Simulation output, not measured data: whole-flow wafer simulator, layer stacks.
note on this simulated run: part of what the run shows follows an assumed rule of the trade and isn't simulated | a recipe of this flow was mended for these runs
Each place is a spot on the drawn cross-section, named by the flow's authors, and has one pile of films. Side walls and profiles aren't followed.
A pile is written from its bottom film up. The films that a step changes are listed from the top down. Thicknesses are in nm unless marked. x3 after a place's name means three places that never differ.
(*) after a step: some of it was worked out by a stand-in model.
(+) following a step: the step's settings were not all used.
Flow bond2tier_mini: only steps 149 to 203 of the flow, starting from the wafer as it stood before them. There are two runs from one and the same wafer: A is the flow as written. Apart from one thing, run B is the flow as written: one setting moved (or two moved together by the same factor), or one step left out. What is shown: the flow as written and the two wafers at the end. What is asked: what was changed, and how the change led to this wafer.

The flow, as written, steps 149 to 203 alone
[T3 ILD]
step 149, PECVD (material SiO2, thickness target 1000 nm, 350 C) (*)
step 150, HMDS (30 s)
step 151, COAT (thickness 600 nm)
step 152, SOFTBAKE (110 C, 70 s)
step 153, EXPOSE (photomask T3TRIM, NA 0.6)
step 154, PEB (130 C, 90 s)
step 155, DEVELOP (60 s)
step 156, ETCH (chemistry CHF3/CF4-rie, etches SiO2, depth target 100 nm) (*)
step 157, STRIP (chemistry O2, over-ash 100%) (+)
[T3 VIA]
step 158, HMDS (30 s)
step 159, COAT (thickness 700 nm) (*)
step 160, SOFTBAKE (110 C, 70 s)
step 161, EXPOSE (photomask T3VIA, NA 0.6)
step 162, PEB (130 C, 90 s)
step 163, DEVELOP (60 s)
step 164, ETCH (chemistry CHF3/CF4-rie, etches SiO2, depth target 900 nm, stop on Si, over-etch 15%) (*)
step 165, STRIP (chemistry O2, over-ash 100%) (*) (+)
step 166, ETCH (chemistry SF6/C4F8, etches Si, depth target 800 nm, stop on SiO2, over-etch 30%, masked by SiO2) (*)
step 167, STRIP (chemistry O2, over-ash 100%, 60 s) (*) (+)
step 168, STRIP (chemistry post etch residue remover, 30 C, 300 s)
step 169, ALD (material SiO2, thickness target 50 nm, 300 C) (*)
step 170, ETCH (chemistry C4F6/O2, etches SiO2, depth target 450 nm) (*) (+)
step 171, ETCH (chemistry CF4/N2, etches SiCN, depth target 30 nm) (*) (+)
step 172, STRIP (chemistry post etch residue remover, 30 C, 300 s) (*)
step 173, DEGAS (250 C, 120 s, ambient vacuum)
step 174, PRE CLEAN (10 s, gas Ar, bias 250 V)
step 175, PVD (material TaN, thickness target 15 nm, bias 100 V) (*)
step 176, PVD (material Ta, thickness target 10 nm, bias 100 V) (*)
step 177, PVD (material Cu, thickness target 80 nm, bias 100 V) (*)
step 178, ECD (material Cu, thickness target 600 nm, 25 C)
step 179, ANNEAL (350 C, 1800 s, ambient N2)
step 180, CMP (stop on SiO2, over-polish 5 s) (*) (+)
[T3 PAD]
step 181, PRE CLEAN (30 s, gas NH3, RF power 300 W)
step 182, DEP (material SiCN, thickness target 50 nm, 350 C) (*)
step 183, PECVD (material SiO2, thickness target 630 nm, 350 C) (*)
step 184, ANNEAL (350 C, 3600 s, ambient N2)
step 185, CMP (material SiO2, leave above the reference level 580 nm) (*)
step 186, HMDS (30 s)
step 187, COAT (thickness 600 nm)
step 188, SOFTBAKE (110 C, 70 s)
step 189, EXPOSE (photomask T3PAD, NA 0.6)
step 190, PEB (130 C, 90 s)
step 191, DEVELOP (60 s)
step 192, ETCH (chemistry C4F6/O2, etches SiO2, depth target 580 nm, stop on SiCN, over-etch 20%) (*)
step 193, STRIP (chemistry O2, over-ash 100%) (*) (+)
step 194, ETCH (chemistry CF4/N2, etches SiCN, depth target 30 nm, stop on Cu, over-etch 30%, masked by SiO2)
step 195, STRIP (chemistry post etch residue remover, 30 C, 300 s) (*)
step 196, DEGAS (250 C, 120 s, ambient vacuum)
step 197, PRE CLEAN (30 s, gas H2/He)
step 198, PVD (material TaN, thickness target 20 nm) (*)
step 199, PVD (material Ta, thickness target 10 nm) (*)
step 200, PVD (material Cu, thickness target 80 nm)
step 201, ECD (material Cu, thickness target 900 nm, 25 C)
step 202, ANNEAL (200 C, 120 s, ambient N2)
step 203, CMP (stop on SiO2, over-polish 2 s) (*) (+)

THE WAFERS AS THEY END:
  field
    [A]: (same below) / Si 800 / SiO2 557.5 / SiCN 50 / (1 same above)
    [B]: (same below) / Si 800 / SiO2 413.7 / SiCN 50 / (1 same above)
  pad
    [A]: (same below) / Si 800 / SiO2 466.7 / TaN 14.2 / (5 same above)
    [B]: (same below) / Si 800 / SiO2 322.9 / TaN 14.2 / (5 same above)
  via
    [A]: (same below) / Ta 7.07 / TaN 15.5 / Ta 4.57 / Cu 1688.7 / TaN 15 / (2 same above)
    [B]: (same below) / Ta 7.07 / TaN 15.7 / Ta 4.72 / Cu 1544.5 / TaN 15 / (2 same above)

Cause: step 149, PECVD: thickness target 856 nm was run, while the flow as written has thickness target 1000 nm.

The path from the change to this, step by step:
  step 149, PECVD (material SiO2, thickness target 1000 nm, 350 C) (*)
      field, pad, via: A +1000 SiO2 (new film) | B +856 SiO2 (new film)
  step 164, ETCH (chemistry CHF3/CF4-rie, etches SiO2, depth target 900 nm, stop on Si, over-etch 15%) (*)
      field, pad: A -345 thick-KrF-resist | B -289.8 thick-KrF-resist
      via: A -900 SiO2 (all of it), -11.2 Si | B -756 SiO2 (all of it), -23.2 Si
  step 165, STRIP (chemistry O2, over-ash 100%) (*) (+)
      field: A -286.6 thick-KrF-resist (all of it) | B -341.8 thick-KrF-resist (all of it)
      pad: A -372.9 thick-KrF-resist (all of it) | B -428.1 thick-KrF-resist (all of it)
  step 177, PVD (material Cu, thickness target 80 nm, bias 100 V) (*)
      via: A +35 Cu (new film) | B +36.2 Cu (new film)
  step 178, ECD (material Cu, thickness target 600 nm, 25 C)
      via: A +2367 Cu | B +2221.5 Cu
